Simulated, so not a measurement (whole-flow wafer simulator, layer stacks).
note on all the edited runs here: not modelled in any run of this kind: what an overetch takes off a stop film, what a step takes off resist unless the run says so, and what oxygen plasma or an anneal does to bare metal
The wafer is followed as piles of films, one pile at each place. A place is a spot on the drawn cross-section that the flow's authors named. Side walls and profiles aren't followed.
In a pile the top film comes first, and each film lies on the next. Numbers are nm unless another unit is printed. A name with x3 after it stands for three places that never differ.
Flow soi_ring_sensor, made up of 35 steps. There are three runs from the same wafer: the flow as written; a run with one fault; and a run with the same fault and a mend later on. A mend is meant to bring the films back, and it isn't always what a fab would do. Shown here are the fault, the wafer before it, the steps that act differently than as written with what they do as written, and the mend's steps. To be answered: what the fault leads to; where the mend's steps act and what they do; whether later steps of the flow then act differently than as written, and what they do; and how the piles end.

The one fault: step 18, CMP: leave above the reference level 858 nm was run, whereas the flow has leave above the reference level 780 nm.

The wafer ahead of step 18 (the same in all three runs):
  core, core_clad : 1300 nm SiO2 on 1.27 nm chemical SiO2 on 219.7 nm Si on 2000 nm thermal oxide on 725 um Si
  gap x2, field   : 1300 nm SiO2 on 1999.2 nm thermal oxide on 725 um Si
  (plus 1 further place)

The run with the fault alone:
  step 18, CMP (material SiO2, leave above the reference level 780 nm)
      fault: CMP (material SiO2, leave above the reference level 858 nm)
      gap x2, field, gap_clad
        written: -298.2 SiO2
        fault: -220.2 SiO2
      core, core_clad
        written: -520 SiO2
        fault: -442 SiO2
  Later steps of the flow acting differently than as written:
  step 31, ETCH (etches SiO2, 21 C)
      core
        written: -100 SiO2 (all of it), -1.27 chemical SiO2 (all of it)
        fault: -178 SiO2 (all of it), -1.27 chemical SiO2 (all of it)
  By the end, the piles at field, core_clad depart from the flow's by more than 2% or 0.5 nm, whichever is larger.
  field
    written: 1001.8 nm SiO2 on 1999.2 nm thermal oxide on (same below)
    fault: 1079.8 nm SiO2 on 1999.2 nm thermal oxide on (same below)
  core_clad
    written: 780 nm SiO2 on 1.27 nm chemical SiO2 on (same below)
    fault: 858 nm SiO2 on 1.27 nm chemical SiO2 on (same below)

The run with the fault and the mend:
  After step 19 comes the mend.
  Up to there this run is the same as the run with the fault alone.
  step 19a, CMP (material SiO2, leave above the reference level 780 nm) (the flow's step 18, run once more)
      core, gap x2, field, core_clad, gap_clad
        -78 SiO2
  None of the later steps of the flow acts differently than as written at any place that is followed.
  The piles end the same as the flow's at every place that both follow.
